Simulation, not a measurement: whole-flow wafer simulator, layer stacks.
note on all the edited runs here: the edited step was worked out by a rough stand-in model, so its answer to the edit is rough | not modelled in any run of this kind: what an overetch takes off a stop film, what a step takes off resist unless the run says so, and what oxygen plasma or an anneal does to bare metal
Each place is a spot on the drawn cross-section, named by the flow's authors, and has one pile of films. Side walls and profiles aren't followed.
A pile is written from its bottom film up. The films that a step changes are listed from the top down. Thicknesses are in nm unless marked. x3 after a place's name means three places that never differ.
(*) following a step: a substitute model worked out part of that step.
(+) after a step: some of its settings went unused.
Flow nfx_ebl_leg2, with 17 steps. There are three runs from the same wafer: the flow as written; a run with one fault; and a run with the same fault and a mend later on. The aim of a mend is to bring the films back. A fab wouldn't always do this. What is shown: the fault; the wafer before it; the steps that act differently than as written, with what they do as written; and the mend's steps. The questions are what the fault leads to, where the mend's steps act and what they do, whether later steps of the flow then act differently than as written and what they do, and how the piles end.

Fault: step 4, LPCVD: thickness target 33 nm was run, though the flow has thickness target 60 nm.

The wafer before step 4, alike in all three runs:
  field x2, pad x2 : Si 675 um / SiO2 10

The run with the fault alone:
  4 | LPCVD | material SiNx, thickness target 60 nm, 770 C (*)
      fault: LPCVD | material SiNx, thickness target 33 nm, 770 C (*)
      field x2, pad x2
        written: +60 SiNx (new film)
        fault: +33 SiNx (new film)
  Later steps of the flow acting differently than as written:
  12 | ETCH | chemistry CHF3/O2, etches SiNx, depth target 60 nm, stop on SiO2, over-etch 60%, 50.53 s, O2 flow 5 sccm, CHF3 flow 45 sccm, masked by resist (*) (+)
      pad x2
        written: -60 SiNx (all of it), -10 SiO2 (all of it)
        fault: -33 SiNx (all of it), -10 SiO2 (all of it)
  At field x2, the piles at the end differ from the flow's by more than 2% or 0.5 nm, whichever is larger.
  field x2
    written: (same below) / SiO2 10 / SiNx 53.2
    fault: (same below) / SiO2 10 / SiNx 26.2

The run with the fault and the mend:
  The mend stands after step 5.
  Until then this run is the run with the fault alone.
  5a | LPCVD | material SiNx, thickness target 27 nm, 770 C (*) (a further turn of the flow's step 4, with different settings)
      field x2, pad x2
        +27 SiNx
  Every later step of the flow that is run acts as written at every place that is followed.
  By the end, the piles equal the flow's at every place that both follow.
